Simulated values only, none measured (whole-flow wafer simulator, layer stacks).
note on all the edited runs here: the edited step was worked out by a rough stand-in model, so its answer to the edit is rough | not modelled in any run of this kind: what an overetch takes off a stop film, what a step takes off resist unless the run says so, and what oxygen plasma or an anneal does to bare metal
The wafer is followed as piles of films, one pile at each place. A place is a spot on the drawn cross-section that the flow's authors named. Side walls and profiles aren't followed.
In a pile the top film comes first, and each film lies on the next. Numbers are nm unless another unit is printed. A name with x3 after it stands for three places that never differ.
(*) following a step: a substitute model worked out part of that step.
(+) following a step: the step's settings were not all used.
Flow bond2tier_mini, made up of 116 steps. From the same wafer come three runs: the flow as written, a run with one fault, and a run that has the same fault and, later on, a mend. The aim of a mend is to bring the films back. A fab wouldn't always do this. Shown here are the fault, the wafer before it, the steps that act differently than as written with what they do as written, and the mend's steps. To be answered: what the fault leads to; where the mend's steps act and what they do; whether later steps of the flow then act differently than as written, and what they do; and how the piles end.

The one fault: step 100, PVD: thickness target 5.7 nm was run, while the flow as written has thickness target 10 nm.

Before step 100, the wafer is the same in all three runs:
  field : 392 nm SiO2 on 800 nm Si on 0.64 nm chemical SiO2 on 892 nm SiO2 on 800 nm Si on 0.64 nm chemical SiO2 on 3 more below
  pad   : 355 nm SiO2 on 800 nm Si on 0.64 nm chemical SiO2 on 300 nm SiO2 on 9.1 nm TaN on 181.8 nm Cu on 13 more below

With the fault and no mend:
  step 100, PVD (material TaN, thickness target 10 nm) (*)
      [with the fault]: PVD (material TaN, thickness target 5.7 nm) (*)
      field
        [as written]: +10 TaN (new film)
        [with the fault]: +5.7 TaN (new film)
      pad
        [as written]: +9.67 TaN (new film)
        [with the fault]: +5.51 TaN (new film)
  Steps later in the flow that act otherwise than as written (1 more step, not shown, differs only slightly: by at most 2% or 0.5 nm, whichever is larger):
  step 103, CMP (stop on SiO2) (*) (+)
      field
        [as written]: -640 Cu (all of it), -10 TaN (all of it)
        [with the fault]: -640 Cu (all of it), -5.7 TaN (all of it)
  By the end, the piles at pad depart from the flow's by more than 2% or 0.5 nm, whichever is larger.
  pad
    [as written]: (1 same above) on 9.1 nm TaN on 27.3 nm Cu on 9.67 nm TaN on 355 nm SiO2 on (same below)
    [with the fault]: (1 same above) on 9.1 nm TaN on 31.5 nm Cu on 5.51 nm TaN on 355 nm SiO2 on (same below)

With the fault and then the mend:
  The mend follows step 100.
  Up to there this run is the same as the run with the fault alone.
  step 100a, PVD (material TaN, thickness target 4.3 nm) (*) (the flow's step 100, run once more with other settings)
      field
        +4.3 TaN
      pad
        +4.15 TaN
  Every later step of the flow that is run acts as written at every place that is followed.
  When the end is reached, the piles differ only a little from the flow's at the places that both follow, at most by 2% or 0.5 nm, whichever is larger.
